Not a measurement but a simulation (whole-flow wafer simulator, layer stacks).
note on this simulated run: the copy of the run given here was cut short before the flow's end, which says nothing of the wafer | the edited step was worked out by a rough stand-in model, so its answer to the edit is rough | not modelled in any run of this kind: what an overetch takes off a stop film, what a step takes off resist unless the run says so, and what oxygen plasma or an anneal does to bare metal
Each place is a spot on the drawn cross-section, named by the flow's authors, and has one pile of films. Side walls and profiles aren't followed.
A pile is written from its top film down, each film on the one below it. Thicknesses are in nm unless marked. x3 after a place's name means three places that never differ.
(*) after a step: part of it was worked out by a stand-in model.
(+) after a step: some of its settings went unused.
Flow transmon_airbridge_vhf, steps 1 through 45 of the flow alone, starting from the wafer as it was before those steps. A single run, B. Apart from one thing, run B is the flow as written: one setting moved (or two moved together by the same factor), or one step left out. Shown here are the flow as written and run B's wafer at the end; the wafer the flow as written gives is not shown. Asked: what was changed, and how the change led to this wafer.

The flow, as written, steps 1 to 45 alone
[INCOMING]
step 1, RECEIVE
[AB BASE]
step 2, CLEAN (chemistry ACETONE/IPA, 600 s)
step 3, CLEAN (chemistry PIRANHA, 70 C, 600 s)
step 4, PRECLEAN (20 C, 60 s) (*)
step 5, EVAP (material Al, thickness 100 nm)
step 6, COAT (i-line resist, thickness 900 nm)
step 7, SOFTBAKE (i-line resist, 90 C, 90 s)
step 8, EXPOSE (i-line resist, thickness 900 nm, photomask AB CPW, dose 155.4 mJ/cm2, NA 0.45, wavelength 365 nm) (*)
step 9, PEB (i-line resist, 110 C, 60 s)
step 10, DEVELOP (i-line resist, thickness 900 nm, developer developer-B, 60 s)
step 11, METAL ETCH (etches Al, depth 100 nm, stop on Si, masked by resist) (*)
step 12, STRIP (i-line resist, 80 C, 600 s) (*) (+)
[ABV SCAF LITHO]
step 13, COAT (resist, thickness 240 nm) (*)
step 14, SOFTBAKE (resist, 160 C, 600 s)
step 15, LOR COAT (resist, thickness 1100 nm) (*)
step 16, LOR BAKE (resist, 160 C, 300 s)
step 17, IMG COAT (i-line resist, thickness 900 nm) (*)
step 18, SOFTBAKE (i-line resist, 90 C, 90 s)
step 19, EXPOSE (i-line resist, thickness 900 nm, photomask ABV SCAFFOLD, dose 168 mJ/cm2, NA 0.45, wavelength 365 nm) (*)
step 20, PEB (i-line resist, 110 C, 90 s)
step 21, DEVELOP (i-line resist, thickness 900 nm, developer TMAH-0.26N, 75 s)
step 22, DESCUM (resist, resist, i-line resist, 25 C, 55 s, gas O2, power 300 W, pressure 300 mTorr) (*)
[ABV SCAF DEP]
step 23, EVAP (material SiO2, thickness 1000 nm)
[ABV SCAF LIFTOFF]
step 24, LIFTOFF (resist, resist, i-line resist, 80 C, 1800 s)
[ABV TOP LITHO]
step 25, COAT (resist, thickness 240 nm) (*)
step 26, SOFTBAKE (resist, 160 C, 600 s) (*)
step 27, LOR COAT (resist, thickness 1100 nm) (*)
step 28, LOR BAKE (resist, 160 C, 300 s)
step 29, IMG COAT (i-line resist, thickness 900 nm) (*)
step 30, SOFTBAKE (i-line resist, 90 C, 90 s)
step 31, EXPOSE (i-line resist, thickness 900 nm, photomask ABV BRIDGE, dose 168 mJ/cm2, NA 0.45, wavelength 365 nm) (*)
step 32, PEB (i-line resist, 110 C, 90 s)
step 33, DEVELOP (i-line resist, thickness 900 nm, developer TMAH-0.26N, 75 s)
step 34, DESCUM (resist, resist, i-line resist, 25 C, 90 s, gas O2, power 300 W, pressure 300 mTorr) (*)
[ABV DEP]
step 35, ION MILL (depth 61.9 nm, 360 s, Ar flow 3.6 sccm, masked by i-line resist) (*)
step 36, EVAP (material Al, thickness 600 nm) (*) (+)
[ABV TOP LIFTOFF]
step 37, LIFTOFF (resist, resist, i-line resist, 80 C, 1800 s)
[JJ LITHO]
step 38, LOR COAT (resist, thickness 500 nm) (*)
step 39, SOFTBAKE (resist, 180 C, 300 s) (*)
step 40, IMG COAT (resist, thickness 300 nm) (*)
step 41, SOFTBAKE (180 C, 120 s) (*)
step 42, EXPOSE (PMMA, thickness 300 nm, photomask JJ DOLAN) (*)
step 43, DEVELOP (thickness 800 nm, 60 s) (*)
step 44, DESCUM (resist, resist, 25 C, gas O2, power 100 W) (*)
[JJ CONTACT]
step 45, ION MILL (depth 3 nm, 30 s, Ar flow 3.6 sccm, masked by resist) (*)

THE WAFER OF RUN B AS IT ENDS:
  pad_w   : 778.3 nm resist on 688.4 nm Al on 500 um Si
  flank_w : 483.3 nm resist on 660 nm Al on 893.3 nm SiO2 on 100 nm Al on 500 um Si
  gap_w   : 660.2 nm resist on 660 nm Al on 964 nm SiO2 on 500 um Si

Cause: step 36, EVAP: thickness 660 nm was run, while the flow as written has thickness 600 nm.
The wafer lets one read it off: flank_w has Al 660, and step 36 as written asks for 600 nm.

How this came from the change, step by step:
  step 36, EVAP (material Al, thickness 600 nm) (*) (+)
      field x3, jj_line, ground_far and 10 more: Al gains 660 (new film) (it would be, as written: Al gains 600 (new film))
      pad_w, pad_e: Al gains 650.4 (it would be, as written: Al gains 591.2)
  step 37, LIFTOFF (resist, resist, i-line resist, 80 C, 1800 s)
      field x3, jj_line, trace_open_s x2: Al loses 660 (all of it), i-line resist loses 600 (all of it), resist loses 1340 (all of it) (it would be, as written: Al loses 600 (all of it), i-line resist loses 600 (all of it), resist loses 1340 (all of it))
      margin_s, margin_n: Al loses 660 (all of it), i-line resist loses 318.3 (all of it), resist loses 992 (all of it) (it would be, as written: Al loses 600 (all of it), i-line resist loses 318.3 (all of it), resist loses 992 (all of it))
      (and at 1 other place as well)
